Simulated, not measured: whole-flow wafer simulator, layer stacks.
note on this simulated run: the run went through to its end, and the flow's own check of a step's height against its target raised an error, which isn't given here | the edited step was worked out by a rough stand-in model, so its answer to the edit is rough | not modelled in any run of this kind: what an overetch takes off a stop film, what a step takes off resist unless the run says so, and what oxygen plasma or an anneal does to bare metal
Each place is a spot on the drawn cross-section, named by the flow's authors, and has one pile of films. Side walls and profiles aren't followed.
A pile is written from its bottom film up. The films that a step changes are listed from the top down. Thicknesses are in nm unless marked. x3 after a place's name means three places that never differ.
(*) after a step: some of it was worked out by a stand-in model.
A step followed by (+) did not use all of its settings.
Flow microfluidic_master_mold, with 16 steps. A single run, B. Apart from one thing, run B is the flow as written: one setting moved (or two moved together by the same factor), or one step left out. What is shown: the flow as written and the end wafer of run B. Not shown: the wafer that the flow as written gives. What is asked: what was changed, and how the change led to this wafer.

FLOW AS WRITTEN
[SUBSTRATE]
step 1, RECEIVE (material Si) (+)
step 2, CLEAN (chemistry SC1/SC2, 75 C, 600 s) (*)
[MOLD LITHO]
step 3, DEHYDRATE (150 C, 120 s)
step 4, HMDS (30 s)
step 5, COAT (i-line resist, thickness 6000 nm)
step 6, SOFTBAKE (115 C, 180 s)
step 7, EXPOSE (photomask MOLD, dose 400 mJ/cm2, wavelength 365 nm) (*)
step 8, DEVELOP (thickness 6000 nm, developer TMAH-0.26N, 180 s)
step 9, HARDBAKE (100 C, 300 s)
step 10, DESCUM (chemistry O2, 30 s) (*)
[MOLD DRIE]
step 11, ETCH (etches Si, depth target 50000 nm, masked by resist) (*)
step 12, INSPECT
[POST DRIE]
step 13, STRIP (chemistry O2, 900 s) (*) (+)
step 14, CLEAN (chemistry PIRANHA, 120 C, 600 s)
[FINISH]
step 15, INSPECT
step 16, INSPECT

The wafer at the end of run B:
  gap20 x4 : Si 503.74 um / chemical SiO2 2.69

Cause: step 11, ETCH: depth target 21250 nm was run, whereas the flow has depth target 50000 nm.

Step by step, how the change led to this:
  step 11, ETCH (etches Si, depth target 50000 nm, masked by resist) (*)
      gap20 x4: -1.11 chemical SiO2 (all of it), -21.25 um Si (as written it would have been: -1.11 chemical SiO2 (all of it), -50 um Si)
      ridge: -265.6 i-line resist (as written it would have been: -625 i-line resist)
  step 13, STRIP (chemistry O2, 900 s) (*) (+)
      ridge: -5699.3 i-line resist (all of it), +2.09 chemical SiO2, -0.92 Si (as written it would have been: -5339.9 i-line resist (all of it), +2.09 chemical SiO2, -0.92 Si)
